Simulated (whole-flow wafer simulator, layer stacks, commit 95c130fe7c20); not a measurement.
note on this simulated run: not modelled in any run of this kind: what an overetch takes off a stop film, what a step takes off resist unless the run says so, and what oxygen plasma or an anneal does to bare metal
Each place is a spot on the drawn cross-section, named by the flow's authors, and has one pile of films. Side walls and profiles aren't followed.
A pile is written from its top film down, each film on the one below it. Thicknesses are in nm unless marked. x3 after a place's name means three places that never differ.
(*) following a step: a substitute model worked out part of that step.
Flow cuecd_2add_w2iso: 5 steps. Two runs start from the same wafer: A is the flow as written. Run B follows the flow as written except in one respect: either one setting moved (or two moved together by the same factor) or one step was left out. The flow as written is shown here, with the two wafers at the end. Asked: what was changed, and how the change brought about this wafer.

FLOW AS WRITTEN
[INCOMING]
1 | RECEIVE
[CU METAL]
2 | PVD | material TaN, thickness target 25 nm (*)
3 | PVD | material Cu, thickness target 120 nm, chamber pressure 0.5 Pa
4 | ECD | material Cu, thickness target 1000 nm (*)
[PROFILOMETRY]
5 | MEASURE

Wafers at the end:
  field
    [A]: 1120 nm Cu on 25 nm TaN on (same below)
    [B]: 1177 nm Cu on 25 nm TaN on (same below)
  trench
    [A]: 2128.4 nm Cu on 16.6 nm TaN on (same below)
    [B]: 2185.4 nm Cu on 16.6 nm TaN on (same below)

Cause: step 3, PVD: thickness target 177 nm was run, while the flow as written has thickness target 120 nm.

Step by step, how the change led to this:
  3 | PVD | material Cu, thickness target 120 nm, chamber pressure 0.5 Pa
      field: A +120 Cu (new film) | B +177 Cu (new film)
      trench: A +80.8 Cu (new film) | B +118.8 Cu (new film)
